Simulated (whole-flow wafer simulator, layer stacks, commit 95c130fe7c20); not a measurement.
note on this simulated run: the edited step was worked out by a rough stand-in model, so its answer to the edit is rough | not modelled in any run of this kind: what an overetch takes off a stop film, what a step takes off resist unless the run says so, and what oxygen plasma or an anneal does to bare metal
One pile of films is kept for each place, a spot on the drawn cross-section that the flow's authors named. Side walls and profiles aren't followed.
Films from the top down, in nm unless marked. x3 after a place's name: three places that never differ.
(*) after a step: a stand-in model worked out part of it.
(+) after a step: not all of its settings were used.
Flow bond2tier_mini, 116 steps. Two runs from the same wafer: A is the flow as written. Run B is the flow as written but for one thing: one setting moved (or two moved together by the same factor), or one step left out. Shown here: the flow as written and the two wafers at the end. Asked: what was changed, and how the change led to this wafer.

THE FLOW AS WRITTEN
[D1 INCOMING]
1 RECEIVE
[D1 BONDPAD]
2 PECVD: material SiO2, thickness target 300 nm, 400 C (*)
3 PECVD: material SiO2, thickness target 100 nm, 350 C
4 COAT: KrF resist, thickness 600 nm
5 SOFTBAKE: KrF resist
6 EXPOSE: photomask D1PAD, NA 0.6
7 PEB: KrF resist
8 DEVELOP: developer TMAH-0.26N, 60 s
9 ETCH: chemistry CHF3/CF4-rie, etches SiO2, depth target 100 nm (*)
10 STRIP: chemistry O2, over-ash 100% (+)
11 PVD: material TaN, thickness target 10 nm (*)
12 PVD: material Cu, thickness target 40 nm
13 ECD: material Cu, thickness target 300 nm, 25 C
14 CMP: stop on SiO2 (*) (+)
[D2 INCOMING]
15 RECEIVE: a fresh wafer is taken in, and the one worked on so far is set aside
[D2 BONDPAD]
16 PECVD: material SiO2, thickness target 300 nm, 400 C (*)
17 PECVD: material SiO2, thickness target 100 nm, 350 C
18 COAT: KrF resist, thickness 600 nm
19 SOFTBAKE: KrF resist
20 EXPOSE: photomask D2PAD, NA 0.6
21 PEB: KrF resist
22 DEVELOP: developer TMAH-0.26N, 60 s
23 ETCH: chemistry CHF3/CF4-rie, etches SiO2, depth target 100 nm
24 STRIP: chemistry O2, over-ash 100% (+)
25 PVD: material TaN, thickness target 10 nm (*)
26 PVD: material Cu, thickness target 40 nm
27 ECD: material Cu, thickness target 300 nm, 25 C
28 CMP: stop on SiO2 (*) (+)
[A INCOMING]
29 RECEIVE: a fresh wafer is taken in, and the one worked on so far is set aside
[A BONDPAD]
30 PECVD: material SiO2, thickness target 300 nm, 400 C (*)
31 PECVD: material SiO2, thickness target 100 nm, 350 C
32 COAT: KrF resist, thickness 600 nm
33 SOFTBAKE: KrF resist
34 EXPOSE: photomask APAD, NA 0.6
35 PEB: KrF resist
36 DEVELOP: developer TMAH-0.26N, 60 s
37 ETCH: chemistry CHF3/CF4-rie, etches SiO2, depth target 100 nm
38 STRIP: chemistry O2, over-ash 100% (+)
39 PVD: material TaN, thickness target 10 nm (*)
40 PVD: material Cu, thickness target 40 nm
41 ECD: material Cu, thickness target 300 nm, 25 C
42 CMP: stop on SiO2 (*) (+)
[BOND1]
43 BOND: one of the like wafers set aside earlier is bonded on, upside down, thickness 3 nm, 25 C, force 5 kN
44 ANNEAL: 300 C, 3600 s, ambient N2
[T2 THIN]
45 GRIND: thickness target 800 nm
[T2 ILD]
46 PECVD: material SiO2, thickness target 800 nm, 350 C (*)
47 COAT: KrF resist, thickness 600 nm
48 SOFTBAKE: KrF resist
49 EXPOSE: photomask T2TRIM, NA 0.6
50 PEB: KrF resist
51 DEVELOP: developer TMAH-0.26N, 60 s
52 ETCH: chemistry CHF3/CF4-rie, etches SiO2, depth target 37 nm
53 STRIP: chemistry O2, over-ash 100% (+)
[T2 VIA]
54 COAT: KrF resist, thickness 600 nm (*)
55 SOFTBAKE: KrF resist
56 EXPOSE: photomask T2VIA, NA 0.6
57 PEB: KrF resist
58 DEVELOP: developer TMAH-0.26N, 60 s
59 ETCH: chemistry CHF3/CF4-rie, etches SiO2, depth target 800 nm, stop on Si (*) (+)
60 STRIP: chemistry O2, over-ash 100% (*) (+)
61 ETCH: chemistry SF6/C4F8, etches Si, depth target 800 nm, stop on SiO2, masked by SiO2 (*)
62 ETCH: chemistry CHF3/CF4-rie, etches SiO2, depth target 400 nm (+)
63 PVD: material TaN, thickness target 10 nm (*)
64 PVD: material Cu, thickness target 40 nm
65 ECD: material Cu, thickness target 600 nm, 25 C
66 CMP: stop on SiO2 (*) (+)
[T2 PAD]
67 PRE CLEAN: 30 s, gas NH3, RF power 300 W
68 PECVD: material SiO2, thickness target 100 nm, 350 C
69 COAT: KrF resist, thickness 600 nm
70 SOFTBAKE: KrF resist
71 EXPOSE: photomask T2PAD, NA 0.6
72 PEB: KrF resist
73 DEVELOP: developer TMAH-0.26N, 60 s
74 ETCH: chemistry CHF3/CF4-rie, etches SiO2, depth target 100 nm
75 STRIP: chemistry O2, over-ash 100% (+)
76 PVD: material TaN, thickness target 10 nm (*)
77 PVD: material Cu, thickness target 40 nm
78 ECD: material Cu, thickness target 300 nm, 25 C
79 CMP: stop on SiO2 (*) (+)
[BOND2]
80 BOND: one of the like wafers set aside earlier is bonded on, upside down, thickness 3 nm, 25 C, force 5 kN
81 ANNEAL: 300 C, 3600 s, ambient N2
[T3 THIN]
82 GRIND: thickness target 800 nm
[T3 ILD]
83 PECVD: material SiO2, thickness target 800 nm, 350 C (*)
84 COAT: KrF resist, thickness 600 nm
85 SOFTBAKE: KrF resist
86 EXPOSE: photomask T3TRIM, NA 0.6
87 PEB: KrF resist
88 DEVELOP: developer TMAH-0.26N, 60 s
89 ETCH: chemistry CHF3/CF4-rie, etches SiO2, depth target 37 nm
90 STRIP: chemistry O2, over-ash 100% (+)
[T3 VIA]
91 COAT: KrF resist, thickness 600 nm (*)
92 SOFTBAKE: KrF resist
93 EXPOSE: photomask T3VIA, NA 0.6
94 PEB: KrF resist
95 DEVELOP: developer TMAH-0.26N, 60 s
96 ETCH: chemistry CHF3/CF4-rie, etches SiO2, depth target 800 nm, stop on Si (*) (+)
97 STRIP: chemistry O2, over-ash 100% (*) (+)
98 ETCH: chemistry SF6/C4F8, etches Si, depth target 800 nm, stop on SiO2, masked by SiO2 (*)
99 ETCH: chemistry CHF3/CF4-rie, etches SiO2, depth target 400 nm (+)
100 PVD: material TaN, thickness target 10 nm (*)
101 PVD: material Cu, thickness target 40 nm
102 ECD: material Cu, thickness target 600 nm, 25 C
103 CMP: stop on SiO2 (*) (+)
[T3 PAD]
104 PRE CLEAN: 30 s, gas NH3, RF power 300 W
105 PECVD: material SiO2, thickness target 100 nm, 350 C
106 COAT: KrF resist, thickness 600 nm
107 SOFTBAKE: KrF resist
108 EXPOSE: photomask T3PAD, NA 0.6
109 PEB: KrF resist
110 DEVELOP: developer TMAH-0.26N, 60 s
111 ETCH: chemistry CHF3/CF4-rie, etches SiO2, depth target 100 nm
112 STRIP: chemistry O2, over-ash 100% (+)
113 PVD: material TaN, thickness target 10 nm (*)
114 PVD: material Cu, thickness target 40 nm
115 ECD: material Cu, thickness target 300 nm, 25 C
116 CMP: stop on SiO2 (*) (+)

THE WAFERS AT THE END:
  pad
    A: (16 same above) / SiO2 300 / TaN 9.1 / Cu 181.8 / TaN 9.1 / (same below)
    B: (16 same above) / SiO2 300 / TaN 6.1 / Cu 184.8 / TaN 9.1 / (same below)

The cause: step 11, PVD: thickness target 6.7 nm was run, where the flow has thickness target 10 nm.

How the change led to this, step by step:
  11 PVD: material TaN, thickness target 10 nm (*)
      field: A TaN +10 (new film) | B TaN +6.7 (new film)
      pad: A TaN +9.1 (new film) | B TaN +6.1 (new film)
      (and at 1 more place)
  14 CMP: stop on SiO2 (*) (+)
      field: A Cu -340 (all of it), TaN -10 (all of it) | B Cu -340 (all of it), TaN -6.7 (all of it)
  43 BOND: one of the like wafers set aside earlier is bonded on, upside down, thickness 3 nm, 25 C, force 5 kN
      pad: A Si +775 um (new film), chemical SiO2 +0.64 (new film), SiO2 +300 (new film), TaN +9.1 (new film), Cu +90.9 | B Si +775 um (new film), chemical SiO2 +0.64 (new film), SiO2 +300 (new film), TaN +6.1 (new film), Cu +93.9
      via: A Si +775 um (new film), chemical SiO2 +0.64 (new film), SiO2 +300 (new film), TaN +9.97 (new film), Cu +90 | B Si +775 um (new film), chemical SiO2 +0.64 (new film), SiO2 +300 (new film), TaN +6.68 (new film), Cu +93.3
